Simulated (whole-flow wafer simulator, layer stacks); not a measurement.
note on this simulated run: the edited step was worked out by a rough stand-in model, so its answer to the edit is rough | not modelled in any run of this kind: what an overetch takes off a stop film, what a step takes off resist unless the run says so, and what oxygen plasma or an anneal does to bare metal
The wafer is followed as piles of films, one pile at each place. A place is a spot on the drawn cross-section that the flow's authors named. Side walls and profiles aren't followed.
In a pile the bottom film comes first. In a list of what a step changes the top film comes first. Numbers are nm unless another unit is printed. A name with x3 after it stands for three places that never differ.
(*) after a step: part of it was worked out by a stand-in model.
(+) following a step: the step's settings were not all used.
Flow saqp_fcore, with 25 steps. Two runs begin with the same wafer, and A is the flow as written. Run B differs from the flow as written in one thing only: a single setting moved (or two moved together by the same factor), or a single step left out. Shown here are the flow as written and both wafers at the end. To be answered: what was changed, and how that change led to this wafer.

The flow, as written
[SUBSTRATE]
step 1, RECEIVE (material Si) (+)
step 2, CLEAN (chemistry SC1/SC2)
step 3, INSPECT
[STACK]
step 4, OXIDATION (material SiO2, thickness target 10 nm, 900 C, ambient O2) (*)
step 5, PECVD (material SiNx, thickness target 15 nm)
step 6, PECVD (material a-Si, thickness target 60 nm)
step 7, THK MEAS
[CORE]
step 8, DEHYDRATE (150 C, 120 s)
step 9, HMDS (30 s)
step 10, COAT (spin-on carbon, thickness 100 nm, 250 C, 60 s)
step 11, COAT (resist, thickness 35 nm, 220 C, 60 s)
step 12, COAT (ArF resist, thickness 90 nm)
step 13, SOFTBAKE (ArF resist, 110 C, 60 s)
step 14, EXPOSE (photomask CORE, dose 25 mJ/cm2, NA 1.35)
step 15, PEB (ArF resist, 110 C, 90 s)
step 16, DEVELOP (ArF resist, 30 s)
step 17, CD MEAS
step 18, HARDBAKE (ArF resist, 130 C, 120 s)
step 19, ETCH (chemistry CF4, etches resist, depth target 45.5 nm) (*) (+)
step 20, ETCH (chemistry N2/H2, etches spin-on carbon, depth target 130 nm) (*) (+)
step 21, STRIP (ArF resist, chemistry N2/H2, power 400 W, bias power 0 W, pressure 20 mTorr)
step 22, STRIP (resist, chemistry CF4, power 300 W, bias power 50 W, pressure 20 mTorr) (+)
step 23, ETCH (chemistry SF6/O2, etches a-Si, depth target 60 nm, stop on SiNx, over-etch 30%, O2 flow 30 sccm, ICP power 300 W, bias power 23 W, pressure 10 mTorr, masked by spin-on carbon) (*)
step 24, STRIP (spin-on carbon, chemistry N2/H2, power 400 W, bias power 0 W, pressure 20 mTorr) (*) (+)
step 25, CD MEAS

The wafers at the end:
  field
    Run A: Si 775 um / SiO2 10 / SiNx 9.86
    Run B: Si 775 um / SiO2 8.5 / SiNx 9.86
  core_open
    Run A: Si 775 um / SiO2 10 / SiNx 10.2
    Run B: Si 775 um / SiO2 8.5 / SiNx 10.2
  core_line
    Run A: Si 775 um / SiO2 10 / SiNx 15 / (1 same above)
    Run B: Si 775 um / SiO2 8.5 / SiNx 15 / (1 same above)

Cause: step 4, OXIDATION: thickness target 8.5 nm was run, whereas the flow has thickness target 10 nm.
The wafer itself shows it: field has SiO2 8.5, and step 4 as written asks for 10 nm.

The path from the change to this, step by step:
  step 4, OXIDATION (material SiO2, thickness target 10 nm, 900 C, ambient O2) (*)
      field, core_open, core_line: A +10 SiO2 (new film), -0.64 chemical SiO2 (all of it), -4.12 Si | B +8.5 SiO2 (new film), -0.64 chemical SiO2 (all of it), -3.46 Si
